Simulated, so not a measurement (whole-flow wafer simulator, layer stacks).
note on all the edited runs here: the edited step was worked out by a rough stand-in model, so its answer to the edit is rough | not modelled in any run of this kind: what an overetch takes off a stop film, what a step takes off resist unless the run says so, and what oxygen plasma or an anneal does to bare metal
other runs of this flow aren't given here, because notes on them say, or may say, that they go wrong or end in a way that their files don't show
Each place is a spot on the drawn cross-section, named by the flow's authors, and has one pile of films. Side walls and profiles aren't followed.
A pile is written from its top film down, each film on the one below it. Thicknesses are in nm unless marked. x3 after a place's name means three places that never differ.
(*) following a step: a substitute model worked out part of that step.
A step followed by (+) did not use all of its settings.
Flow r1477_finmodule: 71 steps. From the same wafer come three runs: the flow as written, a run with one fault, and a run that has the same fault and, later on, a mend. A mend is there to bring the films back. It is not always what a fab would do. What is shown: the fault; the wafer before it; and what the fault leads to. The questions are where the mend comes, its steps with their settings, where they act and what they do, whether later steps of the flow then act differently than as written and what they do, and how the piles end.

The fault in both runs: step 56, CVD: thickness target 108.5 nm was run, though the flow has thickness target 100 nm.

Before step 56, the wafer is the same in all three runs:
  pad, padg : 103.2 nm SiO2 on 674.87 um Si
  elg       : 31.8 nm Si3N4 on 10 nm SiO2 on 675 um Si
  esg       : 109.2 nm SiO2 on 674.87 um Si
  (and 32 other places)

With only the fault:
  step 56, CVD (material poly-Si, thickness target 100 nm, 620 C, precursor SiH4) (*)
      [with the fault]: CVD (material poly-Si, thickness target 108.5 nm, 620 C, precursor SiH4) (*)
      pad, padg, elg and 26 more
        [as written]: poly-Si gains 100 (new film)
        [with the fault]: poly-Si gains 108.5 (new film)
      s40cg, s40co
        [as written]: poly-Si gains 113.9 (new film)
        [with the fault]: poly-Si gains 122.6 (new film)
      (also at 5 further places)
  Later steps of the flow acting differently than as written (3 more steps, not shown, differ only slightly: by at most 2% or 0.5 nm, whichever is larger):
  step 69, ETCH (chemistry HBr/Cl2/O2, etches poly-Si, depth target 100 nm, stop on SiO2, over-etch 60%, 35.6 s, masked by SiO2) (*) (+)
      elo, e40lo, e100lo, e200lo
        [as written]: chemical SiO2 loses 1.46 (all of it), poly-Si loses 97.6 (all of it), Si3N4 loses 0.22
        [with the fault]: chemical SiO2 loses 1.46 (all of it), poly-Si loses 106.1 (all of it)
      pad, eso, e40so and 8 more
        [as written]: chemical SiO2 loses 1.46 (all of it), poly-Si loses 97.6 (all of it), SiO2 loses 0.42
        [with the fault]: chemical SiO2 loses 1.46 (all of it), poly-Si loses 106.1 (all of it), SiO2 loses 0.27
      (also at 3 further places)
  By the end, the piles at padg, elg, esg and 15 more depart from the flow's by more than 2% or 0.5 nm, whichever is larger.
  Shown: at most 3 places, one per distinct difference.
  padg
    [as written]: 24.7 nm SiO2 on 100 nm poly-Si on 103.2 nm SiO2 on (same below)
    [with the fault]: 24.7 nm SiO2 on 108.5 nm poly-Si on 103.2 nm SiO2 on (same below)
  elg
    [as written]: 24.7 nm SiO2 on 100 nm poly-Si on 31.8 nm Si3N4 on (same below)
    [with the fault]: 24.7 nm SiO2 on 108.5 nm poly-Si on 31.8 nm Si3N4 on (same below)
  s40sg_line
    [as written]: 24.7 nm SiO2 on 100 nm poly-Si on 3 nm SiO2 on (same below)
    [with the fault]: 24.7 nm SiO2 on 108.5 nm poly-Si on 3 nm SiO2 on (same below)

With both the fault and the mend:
  The mend follows step 56.
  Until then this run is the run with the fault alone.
  step 56a, ETCH (chemistry tmah, depth target 194.1 nm)
      pad, padg, elg and 26 more
        poly-Si loses 108.5 (all of it)
      s40cg, s40co
        poly-Si loses 122.6 (all of it)
      s45cg, s45co
        poly-Si loses 122.1 (all of it)
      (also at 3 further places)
  step 56b, CLEAN (chemistry SC1, 46 C, 45 s) (*) (the flow's step 48 again)
      s40sg_line, s45sg_line, s50sg_line, s40so_line, s45so_line, s50so_line
        SiO2 loses 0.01
  step 56c, CVD (material poly-Si, thickness target 100 nm, 620 C, precursor SiH4) (*) (the flow's step 56 again)
      pad, padg, elg and 26 more
        poly-Si gains 100 (new film)
      s40cg, s40co
        poly-Si gains 113.9 (new film)
      s45cg, s45co
        poly-Si gains 113.4 (new film)
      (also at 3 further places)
  Later steps of the flow that are run all act as written at every place that is followed, up to a difference of at most 2% or 0.5 nm, whichever is larger.
  The piles end only slightly different from the flow's at the places that both follow, by no more than 2% or 0.5 nm, whichever is larger.
